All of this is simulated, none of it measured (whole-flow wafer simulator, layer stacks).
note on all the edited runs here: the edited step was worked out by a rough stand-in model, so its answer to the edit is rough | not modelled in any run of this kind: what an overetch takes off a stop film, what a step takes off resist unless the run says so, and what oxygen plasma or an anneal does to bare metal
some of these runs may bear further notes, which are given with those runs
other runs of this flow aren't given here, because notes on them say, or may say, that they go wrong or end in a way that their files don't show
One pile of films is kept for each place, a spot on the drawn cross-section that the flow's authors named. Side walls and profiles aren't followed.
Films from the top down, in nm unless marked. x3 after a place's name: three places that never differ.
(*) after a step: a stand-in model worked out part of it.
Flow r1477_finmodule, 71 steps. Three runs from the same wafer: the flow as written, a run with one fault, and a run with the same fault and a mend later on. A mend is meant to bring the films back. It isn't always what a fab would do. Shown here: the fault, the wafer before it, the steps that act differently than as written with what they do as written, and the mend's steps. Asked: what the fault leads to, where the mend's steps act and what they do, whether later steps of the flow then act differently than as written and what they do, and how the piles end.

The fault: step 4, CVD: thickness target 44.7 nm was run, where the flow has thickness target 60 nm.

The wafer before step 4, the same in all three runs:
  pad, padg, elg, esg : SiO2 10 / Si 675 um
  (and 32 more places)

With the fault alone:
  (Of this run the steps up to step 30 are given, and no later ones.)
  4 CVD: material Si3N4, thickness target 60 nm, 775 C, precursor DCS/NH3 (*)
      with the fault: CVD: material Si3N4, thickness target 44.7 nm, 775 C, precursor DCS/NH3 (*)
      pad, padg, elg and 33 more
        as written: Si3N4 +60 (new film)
        with the fault: Si3N4 +44.7 (new film)
  No later step of the flow up to step 30 acts differently than as written at any place that is followed.
  After step 30 the piles differ from the flow's by more than 2% or 0.5 nm, whichever is larger, at pad, padg, elg and 33 more.
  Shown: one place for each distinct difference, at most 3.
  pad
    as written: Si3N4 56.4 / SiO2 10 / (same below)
    with the fault: Si3N4 41.1 / SiO2 10 / (same below)
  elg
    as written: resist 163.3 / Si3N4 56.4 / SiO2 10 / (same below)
    with the fault: resist 163.3 / Si3N4 41.1 / SiO2 10 / (same below)
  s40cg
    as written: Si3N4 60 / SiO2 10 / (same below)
    with the fault: Si3N4 44.7 / SiO2 10 / (same below)

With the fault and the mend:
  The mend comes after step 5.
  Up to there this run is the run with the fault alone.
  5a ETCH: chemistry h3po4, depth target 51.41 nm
      pad, padg, elg and 33 more
        Si3N4 -44.7 (all of it)
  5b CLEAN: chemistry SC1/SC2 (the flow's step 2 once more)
      changes no film at any place that is followed
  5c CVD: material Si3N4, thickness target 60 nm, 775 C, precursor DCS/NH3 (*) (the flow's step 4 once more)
      pad, padg, elg and 33 more
        Si3N4 +60 (new film)
  No later step of the flow acts differently than as written at any place that is followed.
  At the end the piles are the same as the flow's at every place that both follow.
